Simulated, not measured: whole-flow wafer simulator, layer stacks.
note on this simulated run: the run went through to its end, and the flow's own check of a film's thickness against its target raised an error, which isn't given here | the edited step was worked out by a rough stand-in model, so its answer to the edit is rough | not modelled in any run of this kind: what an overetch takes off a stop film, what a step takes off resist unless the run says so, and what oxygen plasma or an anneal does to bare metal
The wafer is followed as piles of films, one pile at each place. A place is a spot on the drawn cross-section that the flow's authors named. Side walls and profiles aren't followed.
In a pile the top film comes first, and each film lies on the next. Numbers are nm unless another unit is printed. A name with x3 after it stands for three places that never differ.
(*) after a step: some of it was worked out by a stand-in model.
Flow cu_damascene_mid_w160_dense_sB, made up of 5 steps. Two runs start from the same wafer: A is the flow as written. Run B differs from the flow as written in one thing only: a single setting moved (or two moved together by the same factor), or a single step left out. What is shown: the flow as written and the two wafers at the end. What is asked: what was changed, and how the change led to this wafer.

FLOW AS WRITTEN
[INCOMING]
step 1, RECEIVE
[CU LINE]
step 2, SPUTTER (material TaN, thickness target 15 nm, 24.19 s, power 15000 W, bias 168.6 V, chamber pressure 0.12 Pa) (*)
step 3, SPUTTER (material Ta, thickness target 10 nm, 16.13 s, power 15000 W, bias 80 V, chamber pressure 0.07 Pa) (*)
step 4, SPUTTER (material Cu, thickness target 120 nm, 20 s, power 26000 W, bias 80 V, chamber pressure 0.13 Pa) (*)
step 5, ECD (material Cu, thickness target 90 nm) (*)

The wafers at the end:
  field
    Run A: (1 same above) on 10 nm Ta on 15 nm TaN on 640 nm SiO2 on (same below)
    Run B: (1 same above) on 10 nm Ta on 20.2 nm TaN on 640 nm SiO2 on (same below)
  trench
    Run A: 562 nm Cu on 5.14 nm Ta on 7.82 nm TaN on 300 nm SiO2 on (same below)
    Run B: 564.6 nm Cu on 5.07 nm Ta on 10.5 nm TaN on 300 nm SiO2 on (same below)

Cause: step 2, SPUTTER: thickness target 20.2 nm was run, though the flow has thickness target 15 nm; step 2, SPUTTER: 32.66 s was run, where the flow has 24.19 s.
The wafer lets one read it off: field has TaN 20.2, and step 2 as written asks for 15 nm.

The path from the change to this, step by step:
  step 2, SPUTTER (material TaN, thickness target 15 nm, 24.19 s, power 15000 W, bias 168.6 V, chamber pressure 0.12 Pa) (*)
      field: A +15 TaN (new film) | B +20.2 TaN (new film)
      trench: A +7.82 TaN (new film) | B +10.5 TaN (new film)
